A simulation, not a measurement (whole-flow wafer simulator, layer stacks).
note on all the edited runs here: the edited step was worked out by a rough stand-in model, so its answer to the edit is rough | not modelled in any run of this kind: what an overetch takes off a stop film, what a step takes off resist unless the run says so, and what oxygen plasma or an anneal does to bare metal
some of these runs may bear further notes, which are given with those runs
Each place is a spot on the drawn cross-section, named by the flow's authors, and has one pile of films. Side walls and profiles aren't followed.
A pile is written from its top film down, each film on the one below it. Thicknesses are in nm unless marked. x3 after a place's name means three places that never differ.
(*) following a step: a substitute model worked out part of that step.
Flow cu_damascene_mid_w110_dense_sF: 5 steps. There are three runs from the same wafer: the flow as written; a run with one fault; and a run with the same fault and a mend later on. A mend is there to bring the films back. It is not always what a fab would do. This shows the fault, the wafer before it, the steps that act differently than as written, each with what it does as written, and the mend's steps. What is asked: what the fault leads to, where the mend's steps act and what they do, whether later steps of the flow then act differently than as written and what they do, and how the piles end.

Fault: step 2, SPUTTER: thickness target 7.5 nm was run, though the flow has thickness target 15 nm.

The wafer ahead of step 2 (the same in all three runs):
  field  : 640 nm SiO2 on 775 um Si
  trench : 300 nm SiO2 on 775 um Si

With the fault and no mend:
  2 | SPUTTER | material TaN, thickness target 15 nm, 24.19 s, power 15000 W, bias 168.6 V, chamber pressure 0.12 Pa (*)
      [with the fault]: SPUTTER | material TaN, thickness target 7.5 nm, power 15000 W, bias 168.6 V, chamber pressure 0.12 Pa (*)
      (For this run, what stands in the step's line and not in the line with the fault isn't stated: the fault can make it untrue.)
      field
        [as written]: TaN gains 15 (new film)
        [with the fault]: TaN gains 7.5 (new film)
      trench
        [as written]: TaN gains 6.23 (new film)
        [with the fault]: TaN gains 3.12 (new film)
  Steps later in the flow that act otherwise than as written (not shown: 2 more steps that differ only slightly, by at most 2% or 0.5 nm, whichever is larger):
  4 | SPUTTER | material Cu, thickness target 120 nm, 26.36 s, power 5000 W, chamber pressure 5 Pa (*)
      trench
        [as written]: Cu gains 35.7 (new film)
        [with the fault]: Cu gains 36.6 (new film)
  At field, trench, the piles at the end differ from the flow's by more than 2% or 0.5 nm, whichever is larger.
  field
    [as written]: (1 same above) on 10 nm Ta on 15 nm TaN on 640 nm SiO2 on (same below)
    [with the fault]: (1 same above) on 10 nm Ta on 7.5 nm TaN on 640 nm SiO2 on (same below)
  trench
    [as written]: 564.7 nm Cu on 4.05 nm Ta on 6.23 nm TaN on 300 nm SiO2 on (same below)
    [with the fault]: 560.2 nm Cu on 4.14 nm Ta on 3.12 nm TaN on 300 nm SiO2 on (same below)

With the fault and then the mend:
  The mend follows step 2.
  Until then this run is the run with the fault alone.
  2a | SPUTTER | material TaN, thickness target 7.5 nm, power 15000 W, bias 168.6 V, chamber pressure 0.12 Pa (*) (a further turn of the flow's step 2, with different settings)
      field
        TaN gains 7.5
      trench
        TaN gains 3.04
  Later steps of the flow that are run all act as written at every place that is followed, up to a difference of at most 2% or 0.5 nm, whichever is larger.
  When the end is reached, the piles differ only a little from the flow's at the places that both follow, at most by 2% or 0.5 nm, whichever is larger.
